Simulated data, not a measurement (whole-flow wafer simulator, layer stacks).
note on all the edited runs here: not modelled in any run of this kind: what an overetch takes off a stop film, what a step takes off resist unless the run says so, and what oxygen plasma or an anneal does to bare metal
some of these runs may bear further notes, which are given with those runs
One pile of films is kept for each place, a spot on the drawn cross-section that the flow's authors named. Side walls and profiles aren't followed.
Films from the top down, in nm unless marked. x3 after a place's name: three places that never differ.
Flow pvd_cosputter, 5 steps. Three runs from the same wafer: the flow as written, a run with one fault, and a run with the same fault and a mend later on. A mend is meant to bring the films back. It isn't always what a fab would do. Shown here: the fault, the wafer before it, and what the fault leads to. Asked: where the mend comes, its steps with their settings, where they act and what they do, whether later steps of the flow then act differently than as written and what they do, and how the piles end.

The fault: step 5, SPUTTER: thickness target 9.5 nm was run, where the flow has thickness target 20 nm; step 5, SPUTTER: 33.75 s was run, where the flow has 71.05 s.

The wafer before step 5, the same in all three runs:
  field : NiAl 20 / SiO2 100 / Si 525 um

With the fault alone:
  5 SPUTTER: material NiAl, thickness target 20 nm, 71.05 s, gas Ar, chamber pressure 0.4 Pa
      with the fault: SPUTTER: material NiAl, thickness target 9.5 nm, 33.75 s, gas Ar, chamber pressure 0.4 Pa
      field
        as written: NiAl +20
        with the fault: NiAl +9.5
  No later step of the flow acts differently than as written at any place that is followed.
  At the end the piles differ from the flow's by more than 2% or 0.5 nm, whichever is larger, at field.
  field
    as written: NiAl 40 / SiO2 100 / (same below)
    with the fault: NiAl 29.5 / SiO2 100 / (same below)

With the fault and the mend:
  The mend comes after step 5.
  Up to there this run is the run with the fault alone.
  5a SPUTTER: material NiAl, thickness target 10.5 nm, 37.3 s, gas Ar, chamber pressure 0.4 Pa (the flow's step 5 once more, with other settings)
      field
        NiAl +10.5
  No later step of the flow acts differently than as written at any place that is followed.
  At the end the piles are the same as the flow's at every place that both follow.
